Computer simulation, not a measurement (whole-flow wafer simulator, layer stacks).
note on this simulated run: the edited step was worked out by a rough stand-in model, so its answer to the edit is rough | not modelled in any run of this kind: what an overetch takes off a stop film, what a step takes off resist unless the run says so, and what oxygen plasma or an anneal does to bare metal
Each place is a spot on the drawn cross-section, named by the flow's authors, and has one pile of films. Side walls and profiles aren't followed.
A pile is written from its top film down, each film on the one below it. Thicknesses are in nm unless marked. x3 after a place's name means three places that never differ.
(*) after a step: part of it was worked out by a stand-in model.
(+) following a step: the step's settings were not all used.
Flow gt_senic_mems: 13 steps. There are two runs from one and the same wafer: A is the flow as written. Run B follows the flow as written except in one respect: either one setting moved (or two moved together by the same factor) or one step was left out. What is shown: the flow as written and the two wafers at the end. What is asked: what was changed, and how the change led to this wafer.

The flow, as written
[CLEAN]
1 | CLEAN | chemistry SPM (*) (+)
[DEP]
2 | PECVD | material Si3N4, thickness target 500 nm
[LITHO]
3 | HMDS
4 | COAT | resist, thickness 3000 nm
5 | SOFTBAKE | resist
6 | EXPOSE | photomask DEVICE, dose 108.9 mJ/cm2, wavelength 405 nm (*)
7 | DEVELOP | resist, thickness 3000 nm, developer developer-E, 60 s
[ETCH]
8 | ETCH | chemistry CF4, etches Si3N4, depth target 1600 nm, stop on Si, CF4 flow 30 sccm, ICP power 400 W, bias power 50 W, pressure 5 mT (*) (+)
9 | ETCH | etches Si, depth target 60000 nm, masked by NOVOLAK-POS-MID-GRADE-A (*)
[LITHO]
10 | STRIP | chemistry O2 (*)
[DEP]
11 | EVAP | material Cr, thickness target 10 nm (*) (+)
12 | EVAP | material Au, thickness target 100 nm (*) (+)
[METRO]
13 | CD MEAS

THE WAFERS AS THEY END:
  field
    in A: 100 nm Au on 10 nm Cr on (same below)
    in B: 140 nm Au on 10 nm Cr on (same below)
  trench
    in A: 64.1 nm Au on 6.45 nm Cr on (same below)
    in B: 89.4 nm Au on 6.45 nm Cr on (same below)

The reason: step 12, EVAP: thickness target 140 nm was run, though the flow has thickness target 100 nm.
The wafer lets one read it off: field has Au 140, and step 12 as written asks for 100 nm.

Step by step, how the change led to this:
  12 | EVAP | material Au, thickness target 100 nm (*) (+)
      field: A +100 Au (new film) | B +140 Au (new film)
      trench: A +64.1 Au (new film) | B +89.4 Au (new film)
